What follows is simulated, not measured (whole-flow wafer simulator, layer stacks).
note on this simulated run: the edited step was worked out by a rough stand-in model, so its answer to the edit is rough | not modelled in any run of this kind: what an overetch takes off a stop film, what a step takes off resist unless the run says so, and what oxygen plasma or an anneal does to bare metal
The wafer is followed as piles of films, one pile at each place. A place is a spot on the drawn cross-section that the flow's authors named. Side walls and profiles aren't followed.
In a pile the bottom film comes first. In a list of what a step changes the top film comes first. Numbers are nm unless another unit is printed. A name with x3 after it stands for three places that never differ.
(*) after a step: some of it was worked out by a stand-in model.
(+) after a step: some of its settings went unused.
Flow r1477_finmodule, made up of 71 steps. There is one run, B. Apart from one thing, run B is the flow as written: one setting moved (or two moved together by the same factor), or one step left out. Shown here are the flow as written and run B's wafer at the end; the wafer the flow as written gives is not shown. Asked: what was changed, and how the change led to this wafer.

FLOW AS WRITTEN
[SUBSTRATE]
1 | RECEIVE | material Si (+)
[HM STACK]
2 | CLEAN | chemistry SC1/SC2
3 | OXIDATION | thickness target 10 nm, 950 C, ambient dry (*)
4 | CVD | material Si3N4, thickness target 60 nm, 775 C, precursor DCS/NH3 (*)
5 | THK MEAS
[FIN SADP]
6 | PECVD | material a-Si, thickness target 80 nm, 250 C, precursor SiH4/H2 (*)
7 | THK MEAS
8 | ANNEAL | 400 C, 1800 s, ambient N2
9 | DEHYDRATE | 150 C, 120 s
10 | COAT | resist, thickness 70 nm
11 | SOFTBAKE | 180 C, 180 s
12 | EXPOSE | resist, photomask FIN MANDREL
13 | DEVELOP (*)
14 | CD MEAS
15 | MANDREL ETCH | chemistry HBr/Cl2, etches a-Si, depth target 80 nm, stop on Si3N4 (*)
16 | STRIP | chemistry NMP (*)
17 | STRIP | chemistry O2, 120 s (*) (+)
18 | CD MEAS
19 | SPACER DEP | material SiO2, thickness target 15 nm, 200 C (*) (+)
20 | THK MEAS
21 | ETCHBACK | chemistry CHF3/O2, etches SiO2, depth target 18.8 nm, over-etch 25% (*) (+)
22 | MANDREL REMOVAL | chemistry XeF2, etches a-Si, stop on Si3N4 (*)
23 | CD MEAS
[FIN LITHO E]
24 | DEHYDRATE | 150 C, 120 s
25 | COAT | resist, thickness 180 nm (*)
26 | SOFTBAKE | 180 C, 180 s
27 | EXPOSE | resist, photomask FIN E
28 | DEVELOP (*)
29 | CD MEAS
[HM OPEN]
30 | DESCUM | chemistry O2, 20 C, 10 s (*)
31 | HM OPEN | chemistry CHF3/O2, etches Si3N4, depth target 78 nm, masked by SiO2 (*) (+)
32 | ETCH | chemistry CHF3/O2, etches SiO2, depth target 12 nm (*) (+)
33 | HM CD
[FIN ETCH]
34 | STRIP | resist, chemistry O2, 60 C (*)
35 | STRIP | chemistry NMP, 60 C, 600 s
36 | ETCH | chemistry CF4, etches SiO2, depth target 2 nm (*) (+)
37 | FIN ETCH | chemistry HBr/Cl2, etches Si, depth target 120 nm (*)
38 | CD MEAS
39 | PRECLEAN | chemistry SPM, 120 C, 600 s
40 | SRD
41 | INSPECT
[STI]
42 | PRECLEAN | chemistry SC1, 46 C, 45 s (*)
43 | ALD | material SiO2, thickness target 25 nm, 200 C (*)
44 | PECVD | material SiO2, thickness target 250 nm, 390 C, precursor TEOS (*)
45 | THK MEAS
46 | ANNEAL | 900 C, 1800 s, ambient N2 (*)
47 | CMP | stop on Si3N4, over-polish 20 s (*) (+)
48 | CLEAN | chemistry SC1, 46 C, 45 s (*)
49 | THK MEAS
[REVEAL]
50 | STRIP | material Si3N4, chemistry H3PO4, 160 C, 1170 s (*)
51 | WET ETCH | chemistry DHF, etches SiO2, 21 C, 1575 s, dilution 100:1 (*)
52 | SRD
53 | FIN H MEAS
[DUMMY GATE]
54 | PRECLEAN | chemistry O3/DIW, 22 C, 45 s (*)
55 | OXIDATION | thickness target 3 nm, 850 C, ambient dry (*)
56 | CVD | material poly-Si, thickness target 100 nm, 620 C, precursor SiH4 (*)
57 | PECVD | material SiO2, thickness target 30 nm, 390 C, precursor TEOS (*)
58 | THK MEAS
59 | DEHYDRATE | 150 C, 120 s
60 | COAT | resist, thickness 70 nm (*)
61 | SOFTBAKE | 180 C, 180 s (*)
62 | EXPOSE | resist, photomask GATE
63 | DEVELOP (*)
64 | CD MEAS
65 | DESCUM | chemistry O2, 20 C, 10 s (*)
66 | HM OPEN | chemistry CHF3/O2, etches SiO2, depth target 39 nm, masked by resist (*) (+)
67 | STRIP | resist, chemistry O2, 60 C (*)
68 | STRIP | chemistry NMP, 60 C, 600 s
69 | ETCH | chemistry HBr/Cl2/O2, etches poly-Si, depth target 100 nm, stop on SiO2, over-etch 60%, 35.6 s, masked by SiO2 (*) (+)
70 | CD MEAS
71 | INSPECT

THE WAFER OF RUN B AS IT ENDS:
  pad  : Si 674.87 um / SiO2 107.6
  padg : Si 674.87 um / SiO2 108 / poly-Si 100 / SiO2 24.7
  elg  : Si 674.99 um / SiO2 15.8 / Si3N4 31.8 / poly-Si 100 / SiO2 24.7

The reason: step 3, OXIDATION: thickness target 15.8 nm was run, while the flow as written has thickness target 10 nm.
The wafer itself shows it: elg has SiO2 15.8, and step 3 as written asks for 10 nm.

Step by step, how the change led to this:
  3 | OXIDATION | thickness target 10 nm, 950 C, ambient dry (*)
      pad, padg, elg and 33 more: SiO2 gains 15.8 (new film), chemical SiO2 loses 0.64 (all of it), Si loses 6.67 (it would be, as written: SiO2 gains 10 (new film), chemical SiO2 loses 0.64 (all of it), Si loses 4.12)
  31 | HM OPEN | chemistry CHF3/O2, etches Si3N4, depth target 78 nm, masked by SiO2 (*) (+)
      pad, padg, esg and 13 more: Si3N4 loses 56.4 (all of it), SiO2 loses 10.8 (it would be, as written: Si3N4 loses 56.4 (all of it), SiO2 loses 10 (all of it))
  32 | ETCH | chemistry CHF3/O2, etches SiO2, depth target 12 nm (*) (+)
      pad, padg, e40sg and 11 more: SiO2 loses 4.99 (all of it), Si loses 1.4 (it would be, as written: Si loses 2.4)
      esg, eso: SiO2 loses 4.99 (all of it), Si loses 1.4 (it would be, as written: Si loses 1.77)
      (and at 6 other places as well)
  43 | ALD | material SiO2, thickness target 25 nm, 200 C (*)
      esg: SiO2 gains 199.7 (new film) (it would be, as written: SiO2 gains 194.3 (new film))
  47 | CMP | stop on Si3N4, over-polish 20 s (*) (+)
      pad, padg, e40sg and 11 more: SiO2 loses 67 (it would be, as written: SiO2 loses 71.8)
      eso: SiO2 loses 67 (it would be, as written: SiO2 loses 72.4)
  51 | WET ETCH | chemistry DHF, etches SiO2, 21 C, 1575 s, dilution 100:1 (*)
      s40sg_line, s45sg_line, s50sg_line, s40so_line, s45so_line, s50so_line: SiO2 loses 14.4 (all of it) (it would be, as written: SiO2 loses 8.63 (all of it))
  56 | CVD | material poly-Si, thickness target 100 nm, 620 C, precursor SiH4 (*)
      s40cg, s40co: poly-Si gains 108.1 (new film) (it would be, as written: poly-Si gains 113.9 (new film))
      s45cg, s45co: poly-Si gains 107.6 (new film) (it would be, as written: poly-Si gains 113.4 (new film))
      (and at 2 other places as well)
  60 | COAT | resist, thickness 70 nm (*)
      s40sg, s40so: resist gains 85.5 (new film) (it would be, as written: resist gains 91 (new film))
      s45sg, s45so: resist gains 85.4 (new film) (it would be, as written: resist gains 91 (new film))
      (and at 2 other places as well)
  63 | DEVELOP (*)
      s40so: resist loses 85.5 (all of it) (it would be, as written: resist loses 91 (all of it))
      s45so: resist loses 85.4 (all of it) (it would be, as written: resist loses 91 (all of it))
      (and at 1 other place as well)
  67 | STRIP | resist, chemistry O2, 60 C (*)
      s40sg: resist loses 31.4 (all of it) (it would be, as written: resist loses 36.9 (all of it))
      s45sg: resist loses 31.3 (all of it) (it would be, as written: resist loses 36.9 (all of it))
      (and at 1 other place as well)
  69 | ETCH | chemistry HBr/Cl2/O2, etches poly-Si, depth target 100 nm, stop on SiO2, over-etch 60%, 35.6 s, masked by SiO2 (*) (+)
      s40co: chemical SiO2 loses 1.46 (all of it), poly-Si loses 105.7 (all of it), SiO2 loses 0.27 (it would be, as written: chemical SiO2 loses 1.46 (all of it), poly-Si loses 111.5 (all of it), SiO2 loses 0.24)
      s45co: chemical SiO2 loses 1.46 (all of it), poly-Si loses 105.1 (all of it), SiO2 loses 0.27 (it would be, as written: chemical SiO2 loses 1.46 (all of it), poly-Si loses 110.9 (all of it), SiO2 loses 0.25)
      (and at 1 other place as well)
